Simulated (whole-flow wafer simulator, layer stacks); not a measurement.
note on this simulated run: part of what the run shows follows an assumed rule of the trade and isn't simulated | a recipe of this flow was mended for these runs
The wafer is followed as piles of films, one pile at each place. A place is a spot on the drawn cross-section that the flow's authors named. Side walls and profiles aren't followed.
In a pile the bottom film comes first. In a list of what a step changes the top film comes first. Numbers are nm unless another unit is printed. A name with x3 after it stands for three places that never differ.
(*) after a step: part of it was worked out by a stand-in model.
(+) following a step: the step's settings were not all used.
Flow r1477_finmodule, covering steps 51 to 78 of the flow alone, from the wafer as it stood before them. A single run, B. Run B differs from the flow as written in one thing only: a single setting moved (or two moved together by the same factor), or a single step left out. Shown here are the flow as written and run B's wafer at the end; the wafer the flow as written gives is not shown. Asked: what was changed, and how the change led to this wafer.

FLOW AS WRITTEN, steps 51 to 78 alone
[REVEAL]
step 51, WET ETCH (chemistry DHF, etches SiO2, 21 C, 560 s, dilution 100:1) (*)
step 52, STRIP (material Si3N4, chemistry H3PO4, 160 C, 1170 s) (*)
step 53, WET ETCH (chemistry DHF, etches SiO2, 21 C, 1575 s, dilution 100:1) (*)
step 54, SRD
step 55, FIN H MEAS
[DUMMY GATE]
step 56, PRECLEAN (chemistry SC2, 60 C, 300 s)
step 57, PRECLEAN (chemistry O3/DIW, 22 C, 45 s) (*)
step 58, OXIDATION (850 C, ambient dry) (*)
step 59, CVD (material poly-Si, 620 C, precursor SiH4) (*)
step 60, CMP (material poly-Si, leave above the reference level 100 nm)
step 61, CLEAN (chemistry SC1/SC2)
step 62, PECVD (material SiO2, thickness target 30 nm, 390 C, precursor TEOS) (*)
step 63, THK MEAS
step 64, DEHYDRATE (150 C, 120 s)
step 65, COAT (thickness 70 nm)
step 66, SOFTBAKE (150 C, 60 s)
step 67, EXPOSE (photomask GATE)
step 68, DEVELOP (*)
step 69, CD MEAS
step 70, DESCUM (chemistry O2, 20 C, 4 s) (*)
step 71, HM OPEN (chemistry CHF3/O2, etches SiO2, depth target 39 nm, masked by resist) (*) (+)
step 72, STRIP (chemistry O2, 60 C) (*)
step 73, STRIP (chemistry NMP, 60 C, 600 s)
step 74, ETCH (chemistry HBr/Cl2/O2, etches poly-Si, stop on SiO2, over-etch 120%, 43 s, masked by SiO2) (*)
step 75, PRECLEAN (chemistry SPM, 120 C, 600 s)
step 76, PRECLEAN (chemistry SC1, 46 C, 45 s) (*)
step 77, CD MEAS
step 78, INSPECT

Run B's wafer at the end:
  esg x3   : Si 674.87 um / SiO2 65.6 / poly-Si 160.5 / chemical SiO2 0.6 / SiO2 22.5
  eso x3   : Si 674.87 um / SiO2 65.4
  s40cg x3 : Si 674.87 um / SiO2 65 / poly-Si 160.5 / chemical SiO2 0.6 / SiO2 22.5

What caused this: step 53, WET ETCH: 25.2 C was run, while the flow as written has 21 C.

The path from the change to this, step by step:
  step 53, WET ETCH (chemistry DHF, etches SiO2, 21 C, 1575 s, dilution 100:1) (*)
      esg x3, e200sg, s40cg x3, s40sg x3, eso x3, e200so, s40co x3, s40so x3: -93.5 SiO2 (in the flow as written it would be: -79.1 SiO2)
      pad, padg: -101.3 SiO2 (in the flow as written it would be: -85.7 SiO2)
  step 59, CVD (material poly-Si, 620 C, precursor SiH4) (*)
      esg x3, s40cg x3, s40sg x3, eso x3, s40co x3, s40so x3: +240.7 poly-Si (new film) (in the flow as written it would be: +226.3 poly-Si (new film))
      e200sg, e200so: +240.7 poly-Si (new film) (in the flow as written it would be: +219.2 poly-Si (new film))
  step 60, CMP (material poly-Si, leave above the reference level 100 nm)
      pad, padg: -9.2 poly-Si (in the flow as written it would be: -24.8 poly-Si)
      e200sg, e200so: -80 poly-Si (in the flow as written it would be: -72.9 poly-Si)
  step 74, ETCH (chemistry HBr/Cl2/O2, etches poly-Si, stop on SiO2, over-etch 120%, 43 s, masked by SiO2) (*)
      eso x3, e200so, s40co x3, s40so x3: -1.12 chemical SiO2 (all of it), -158.3 poly-Si (all of it), -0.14 SiO2 (in the flow as written it would be: -1.12 chemical SiO2 (all of it), -143.9 poly-Si (all of it), -0.22 SiO2)
      pad: -1.12 chemical SiO2 (all of it), -168.4 poly-Si (all of it), -0.09 SiO2 (in the flow as written it would be: -1.12 chemical SiO2 (all of it), -152.8 poly-Si (all of it), -0.17 SiO2)
